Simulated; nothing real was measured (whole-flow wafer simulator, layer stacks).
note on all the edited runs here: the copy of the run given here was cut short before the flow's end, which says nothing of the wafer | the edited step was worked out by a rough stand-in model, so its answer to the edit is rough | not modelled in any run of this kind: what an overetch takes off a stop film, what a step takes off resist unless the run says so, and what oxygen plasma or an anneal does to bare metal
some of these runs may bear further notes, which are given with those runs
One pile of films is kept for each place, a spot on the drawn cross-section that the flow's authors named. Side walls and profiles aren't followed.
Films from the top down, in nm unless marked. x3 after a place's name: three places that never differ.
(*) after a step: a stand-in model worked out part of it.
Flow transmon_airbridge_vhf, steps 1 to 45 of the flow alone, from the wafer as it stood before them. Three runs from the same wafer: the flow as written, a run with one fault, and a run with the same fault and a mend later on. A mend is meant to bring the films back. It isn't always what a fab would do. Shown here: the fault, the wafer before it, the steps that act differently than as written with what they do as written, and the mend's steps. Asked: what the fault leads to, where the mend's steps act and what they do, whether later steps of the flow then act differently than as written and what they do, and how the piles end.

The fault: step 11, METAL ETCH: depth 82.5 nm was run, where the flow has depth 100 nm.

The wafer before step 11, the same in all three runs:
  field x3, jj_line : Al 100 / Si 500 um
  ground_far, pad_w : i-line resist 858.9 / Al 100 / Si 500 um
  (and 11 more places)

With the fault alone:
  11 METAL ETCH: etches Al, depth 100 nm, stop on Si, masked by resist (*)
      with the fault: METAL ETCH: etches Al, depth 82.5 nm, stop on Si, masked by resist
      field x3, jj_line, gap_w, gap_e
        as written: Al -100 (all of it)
        with the fault: Al -82.5
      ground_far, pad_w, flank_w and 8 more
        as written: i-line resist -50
        with the fault: i-line resist -41.2
  Later steps of the flow that act differently than as written (20 more steps differ only slightly, by at most 2% or 0.5 nm, whichever is larger, and aren't shown):
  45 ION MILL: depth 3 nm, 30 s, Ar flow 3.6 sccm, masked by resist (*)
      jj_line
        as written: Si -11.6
        with the fault: Al -17.5 (all of it), Si -1.77
  At the end the piles differ from the flow's by more than 2% or 0.5 nm, whichever is larger, at field x3, gap_w, gap_e.
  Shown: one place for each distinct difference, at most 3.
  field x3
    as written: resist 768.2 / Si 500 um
    with the fault: resist 768.2 / Al 17.5 / Si 500 um
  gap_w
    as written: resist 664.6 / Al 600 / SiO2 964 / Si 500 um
    with the fault: resist 659.7 / Al 600 / SiO2 964 / Al 17.5 / Si 500 um

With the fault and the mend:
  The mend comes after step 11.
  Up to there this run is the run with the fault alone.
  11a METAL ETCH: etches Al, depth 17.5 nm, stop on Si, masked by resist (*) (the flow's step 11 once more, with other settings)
      ground_far, pad_w, flank_w and 8 more
        i-line resist -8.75
      field x3, jj_line, gap_w, gap_e
        Al -17.5 (all of it)
  No later step of the flow acts differently than as written at any place that is followed.
  At the end the piles are the same as the flow's at every place that both follow.
